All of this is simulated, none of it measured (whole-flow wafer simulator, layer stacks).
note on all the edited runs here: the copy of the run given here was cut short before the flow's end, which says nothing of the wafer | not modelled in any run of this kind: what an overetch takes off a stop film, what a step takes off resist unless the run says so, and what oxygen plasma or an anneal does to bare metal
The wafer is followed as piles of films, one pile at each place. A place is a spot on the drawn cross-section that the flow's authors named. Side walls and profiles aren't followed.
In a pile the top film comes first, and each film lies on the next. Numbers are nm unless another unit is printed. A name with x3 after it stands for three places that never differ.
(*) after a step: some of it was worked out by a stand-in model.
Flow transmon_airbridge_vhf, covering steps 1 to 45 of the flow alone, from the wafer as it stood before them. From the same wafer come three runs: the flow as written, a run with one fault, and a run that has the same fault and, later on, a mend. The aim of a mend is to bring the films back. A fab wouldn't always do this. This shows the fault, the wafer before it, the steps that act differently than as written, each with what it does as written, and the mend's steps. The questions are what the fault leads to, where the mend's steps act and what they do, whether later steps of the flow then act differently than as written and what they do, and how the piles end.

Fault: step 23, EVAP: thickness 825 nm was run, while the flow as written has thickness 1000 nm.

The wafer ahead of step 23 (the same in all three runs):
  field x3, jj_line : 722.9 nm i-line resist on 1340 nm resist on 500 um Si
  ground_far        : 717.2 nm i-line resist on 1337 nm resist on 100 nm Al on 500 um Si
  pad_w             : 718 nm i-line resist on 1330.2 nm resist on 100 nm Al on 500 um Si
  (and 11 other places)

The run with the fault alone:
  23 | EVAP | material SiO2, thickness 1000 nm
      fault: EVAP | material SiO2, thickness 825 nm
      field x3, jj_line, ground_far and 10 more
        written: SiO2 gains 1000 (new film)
        fault: SiO2 gains 825 (new film)
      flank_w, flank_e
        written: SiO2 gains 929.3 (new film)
        fault: SiO2 gains 766.7 (new film)
  Steps further on in the flow that do not act as written (2 other steps are not shown; they differ only slightly, by no more than 2% or 0.5 nm, whichever is larger):
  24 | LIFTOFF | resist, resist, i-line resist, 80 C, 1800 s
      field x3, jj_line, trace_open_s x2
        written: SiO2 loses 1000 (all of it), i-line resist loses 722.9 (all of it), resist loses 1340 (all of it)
        fault: SiO2 loses 825 (all of it), i-line resist loses 722.9 (all of it), resist loses 1340 (all of it)
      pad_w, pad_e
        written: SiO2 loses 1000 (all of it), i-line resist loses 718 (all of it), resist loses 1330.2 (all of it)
        fault: SiO2 loses 825 (all of it), i-line resist loses 718 (all of it), resist loses 1330.2 (all of it)
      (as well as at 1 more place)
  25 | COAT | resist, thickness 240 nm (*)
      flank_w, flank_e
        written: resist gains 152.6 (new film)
        fault: resist gains 158.6 (new film)
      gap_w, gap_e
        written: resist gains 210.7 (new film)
        fault: resist gains 218.3 (new film)
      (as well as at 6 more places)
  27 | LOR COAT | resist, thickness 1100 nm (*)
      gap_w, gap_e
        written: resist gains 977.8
        fault: resist gains 1001.9
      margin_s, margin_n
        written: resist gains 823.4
        fault: resist gains 865.4
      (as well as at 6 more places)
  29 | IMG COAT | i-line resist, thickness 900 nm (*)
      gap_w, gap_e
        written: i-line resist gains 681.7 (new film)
        fault: i-line resist gains 724 (new film)
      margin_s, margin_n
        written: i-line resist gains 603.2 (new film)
        fault: i-line resist gains 658.7 (new film)
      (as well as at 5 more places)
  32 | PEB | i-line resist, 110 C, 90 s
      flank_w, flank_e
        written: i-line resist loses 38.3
        fault: i-line resist loses 40.1
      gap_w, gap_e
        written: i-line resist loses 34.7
        fault: i-line resist loses 36.9
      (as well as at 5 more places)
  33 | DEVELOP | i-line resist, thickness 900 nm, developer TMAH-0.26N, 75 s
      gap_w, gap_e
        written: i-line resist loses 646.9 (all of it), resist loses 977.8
        fault: i-line resist loses 687 (all of it), resist loses 1001.9
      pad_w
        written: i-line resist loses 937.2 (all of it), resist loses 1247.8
        fault: i-line resist loses 922.4 (all of it), resist loses 1220.4
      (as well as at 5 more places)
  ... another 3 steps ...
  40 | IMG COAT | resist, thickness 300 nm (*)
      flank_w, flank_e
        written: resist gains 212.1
        fault: resist gains 217.7
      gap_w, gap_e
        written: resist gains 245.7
        fault: resist gains 253.1
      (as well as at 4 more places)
  The piles end different from the flow's at flank_w, gap_w, cpw_trace, gap_e, flank_e, margin_s, bridge_strip, margin_n by more than 2% or 0.5 nm, whichever is larger.
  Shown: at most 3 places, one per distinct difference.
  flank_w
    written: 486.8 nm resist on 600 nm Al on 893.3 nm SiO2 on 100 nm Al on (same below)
    fault: 505 nm resist on 600 nm Al on 730.7 nm SiO2 on 100 nm Al on (same below)
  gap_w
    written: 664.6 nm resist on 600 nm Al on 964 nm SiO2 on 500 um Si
    fault: 679.6 nm resist on 600 nm Al on 789 nm SiO2 on 500 um Si
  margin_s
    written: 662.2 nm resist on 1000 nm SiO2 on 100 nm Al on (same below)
    fault: 686.2 nm resist on 825 nm SiO2 on 100 nm Al on (same below)

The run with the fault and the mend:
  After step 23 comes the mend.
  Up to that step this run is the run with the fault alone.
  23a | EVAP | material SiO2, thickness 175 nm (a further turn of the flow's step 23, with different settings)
      field x3, jj_line, ground_far and 10 more
        SiO2 gains 175
      flank_w, flank_e
        SiO2 gains 162.7
  Every later step of the flow that is run acts as written, at every place that is followed, to within 2% or 0.5 nm, whichever is larger.
  At the end the piles are close to the flow's at the places that both follow, differing by at most 2% or 0.5 nm, whichever is larger.
